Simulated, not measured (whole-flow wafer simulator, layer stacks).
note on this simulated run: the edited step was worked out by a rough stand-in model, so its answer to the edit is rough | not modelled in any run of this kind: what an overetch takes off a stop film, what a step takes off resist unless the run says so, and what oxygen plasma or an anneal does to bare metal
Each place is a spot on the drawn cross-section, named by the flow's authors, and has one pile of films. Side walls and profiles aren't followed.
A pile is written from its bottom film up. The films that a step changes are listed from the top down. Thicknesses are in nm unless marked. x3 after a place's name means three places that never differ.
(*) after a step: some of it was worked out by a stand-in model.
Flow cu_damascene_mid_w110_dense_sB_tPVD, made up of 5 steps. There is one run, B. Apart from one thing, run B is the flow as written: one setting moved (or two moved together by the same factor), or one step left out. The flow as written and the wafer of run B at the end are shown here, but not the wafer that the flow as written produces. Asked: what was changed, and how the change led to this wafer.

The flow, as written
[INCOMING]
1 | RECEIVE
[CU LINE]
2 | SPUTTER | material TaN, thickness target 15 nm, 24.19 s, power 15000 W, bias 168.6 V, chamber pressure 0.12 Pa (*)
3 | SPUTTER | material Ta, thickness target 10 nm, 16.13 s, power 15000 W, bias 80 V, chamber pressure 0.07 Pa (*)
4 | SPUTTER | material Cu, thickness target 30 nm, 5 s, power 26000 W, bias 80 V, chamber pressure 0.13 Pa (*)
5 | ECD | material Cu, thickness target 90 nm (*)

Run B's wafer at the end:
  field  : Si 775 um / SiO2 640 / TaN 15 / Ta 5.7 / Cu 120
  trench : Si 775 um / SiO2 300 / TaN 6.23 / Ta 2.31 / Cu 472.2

The reason: step 3, SPUTTER: thickness target 5.7 nm was run, while the flow as written has thickness target 10 nm; step 3, SPUTTER: 9.194 s was run, where the flow has 16.13 s.
One can read it off the wafer: field has Ta 5.7, and step 3 as written asks for 10 nm.

Step by step, how the change led to this:
  3 | SPUTTER | material Ta, thickness target 10 nm, 16.13 s, power 15000 W, bias 80 V, chamber pressure 0.07 Pa (*)
      field: +5.7 Ta (new film) (in the flow as written it would be: +10 Ta (new film))
      trench: +2.31 Ta (new film) (in the flow as written it would be: +4.05 Ta (new film))
